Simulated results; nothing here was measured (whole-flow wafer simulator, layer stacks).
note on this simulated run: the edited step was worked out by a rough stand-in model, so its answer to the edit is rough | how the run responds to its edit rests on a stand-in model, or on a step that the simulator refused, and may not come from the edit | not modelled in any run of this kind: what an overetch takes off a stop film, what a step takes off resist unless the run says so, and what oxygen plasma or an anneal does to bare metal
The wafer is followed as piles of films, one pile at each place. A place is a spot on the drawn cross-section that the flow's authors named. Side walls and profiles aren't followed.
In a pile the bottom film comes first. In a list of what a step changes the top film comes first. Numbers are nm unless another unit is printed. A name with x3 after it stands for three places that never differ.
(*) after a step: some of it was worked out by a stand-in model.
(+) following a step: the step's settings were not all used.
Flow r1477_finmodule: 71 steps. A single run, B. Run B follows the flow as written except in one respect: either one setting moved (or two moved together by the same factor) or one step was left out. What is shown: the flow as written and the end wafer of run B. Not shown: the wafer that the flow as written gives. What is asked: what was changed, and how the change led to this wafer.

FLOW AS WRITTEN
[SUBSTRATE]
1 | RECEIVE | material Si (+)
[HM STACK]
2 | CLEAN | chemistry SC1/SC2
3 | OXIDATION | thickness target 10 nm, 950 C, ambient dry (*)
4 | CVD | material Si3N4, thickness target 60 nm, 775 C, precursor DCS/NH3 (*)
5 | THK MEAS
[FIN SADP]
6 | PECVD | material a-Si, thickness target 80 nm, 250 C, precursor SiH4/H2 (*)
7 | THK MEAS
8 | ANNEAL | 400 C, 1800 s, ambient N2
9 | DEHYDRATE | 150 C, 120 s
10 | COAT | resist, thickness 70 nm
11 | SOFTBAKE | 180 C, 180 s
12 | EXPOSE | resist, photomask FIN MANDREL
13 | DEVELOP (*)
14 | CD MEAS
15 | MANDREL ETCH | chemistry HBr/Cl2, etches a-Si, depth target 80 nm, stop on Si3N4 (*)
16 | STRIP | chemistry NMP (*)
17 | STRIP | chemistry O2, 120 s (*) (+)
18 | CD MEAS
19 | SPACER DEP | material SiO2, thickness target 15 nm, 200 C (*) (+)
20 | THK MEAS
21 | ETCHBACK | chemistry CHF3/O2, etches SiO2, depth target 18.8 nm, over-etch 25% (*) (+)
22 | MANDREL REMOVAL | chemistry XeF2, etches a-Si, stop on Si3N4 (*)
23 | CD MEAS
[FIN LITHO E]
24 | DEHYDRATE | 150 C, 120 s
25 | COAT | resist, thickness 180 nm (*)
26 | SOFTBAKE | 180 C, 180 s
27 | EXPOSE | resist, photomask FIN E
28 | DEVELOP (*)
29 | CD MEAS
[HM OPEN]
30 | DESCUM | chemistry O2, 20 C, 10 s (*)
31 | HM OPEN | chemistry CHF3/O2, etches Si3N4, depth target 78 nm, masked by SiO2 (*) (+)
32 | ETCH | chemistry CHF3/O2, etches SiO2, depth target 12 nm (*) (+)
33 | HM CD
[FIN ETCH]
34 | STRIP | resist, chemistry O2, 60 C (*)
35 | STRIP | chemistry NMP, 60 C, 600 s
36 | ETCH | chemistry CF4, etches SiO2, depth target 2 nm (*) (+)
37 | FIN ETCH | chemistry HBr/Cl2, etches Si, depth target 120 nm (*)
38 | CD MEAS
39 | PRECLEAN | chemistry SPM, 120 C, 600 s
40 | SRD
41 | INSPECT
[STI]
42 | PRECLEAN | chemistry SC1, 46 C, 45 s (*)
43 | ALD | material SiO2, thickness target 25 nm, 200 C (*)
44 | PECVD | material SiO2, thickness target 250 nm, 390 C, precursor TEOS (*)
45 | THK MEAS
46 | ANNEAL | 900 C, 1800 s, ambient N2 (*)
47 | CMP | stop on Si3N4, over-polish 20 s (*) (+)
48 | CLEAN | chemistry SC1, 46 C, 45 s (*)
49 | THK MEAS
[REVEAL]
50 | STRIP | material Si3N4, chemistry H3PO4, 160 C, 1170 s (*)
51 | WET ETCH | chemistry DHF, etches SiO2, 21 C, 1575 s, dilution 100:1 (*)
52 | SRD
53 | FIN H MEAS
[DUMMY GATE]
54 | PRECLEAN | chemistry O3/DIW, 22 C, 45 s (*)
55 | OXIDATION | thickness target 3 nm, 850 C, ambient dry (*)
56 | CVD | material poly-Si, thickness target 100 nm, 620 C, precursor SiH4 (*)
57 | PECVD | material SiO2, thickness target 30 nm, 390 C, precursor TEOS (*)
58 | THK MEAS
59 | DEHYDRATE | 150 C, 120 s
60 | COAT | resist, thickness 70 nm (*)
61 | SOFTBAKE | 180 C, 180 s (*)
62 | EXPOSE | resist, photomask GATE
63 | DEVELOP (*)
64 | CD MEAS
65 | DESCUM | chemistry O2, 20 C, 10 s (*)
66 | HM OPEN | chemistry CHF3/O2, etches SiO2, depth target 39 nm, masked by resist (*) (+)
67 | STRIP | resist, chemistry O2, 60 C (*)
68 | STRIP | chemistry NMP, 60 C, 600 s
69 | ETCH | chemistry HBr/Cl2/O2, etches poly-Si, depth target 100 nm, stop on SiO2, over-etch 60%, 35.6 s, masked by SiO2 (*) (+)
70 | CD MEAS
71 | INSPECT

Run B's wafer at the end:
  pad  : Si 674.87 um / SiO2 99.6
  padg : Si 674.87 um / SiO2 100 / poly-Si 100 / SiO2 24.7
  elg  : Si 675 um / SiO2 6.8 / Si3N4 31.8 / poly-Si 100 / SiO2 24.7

What caused this: step 3, OXIDATION: thickness target 6.8 nm was run, while the flow as written has thickness target 10 nm.
The wafer itself shows it: elg has SiO2 6.8, and step 3 as written asks for 10 nm.

Step by step, how the change led to this:
  3 | OXIDATION | thickness target 10 nm, 950 C, ambient dry (*)
      pad, padg, elg and 33 more: +6.8 SiO2 (new film), -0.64 chemical SiO2 (all of it), -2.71 Si (as written it would have been: +10 SiO2 (new film), -0.64 chemical SiO2 (all of it), -4.12 Si)
  31 | HM OPEN | chemistry CHF3/O2, etches Si3N4, depth target 78 nm, masked by SiO2 (*) (+)
      s40cg, s45cg, s50cg, s40co, s45co, s50co: -60 Si3N4 (all of it), -6.8 SiO2 (all of it) (as written it would have been: -60 Si3N4 (all of it), -9 SiO2)
      pad, padg, esg and 13 more: -56.4 Si3N4 (all of it), -6.8 SiO2 (all of it) (as written it would have been: -56.4 Si3N4 (all of it), -10 SiO2 (all of it))
  32 | ETCH | chemistry CHF3/O2, etches SiO2, depth target 12 nm (*) (+)
      s40cg, s40co: -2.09 Si (as written it would have been: -1 SiO2 (all of it), -2.2 Si)
      s45cg, s45co: -2.12 Si (as written it would have been: -1 SiO2 (all of it), -2.2 Si)
      (and at 2 other places as well)
  47 | CMP | stop on Si3N4, over-polish 20 s (*) (+)
      pad, padg, e40sg and 11 more: -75 SiO2 (as written it would have been: -71.8 SiO2)
      eso: -75.6 SiO2 (as written it would have been: -72.4 SiO2)
  51 | WET ETCH | chemistry DHF, etches SiO2, 21 C, 1575 s, dilution 100:1 (*)
      s40sg_line, s45sg_line, s50sg_line, s40so_line, s45so_line, s50so_line: -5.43 SiO2 (all of it) (as written it would have been: -8.63 SiO2 (all of it))
  56 | CVD | material poly-Si, thickness target 100 nm, 620 C, precursor SiH4 (*)
      s40cg, s40co: +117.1 poly-Si (new film) (as written it would have been: +113.9 poly-Si (new film))
      s45cg, s45co: +116.6 poly-Si (new film) (as written it would have been: +113.4 poly-Si (new film))
      (and at 2 other places as well)
  60 | COAT | resist, thickness 70 nm (*)
      s40sg, s40so: +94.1 resist (new film) (as written it would have been: +91 resist (new film))
      s45sg, s45so: +94 resist (new film) (as written it would have been: +91 resist (new film))
      (and at 2 other places as well)
  63 | DEVELOP (*)
      s40so: -94.1 resist (all of it) (as written it would have been: -91 resist (all of it))
      s45so: -94 resist (all of it) (as written it would have been: -91 resist (all of it))
      (and at 1 other place as well)
  67 | STRIP | resist, chemistry O2, 60 C (*)
      s40sg: -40 resist (all of it) (as written it would have been: -36.9 resist (all of it))
      s45sg: -39.9 resist (all of it) (as written it would have been: -36.9 resist (all of it))
      (and at 1 other place as well)
  69 | ETCH | chemistry HBr/Cl2/O2, etches poly-Si, depth target 100 nm, stop on SiO2, over-etch 60%, 35.6 s, masked by SiO2 (*) (+)
      s40co: -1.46 chemical SiO2 (all of it), -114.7 poly-Si (all of it), -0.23 SiO2 (as written it would have been: -1.46 chemical SiO2 (all of it), -111.5 poly-Si (all of it), -0.24 SiO2)
      s45co: -1.46 chemical SiO2 (all of it), -114.1 poly-Si (all of it), -0.23 SiO2 (as written it would have been: -1.46 chemical SiO2 (all of it), -110.9 poly-Si (all of it), -0.25 SiO2)
      (and at 1 other place as well)
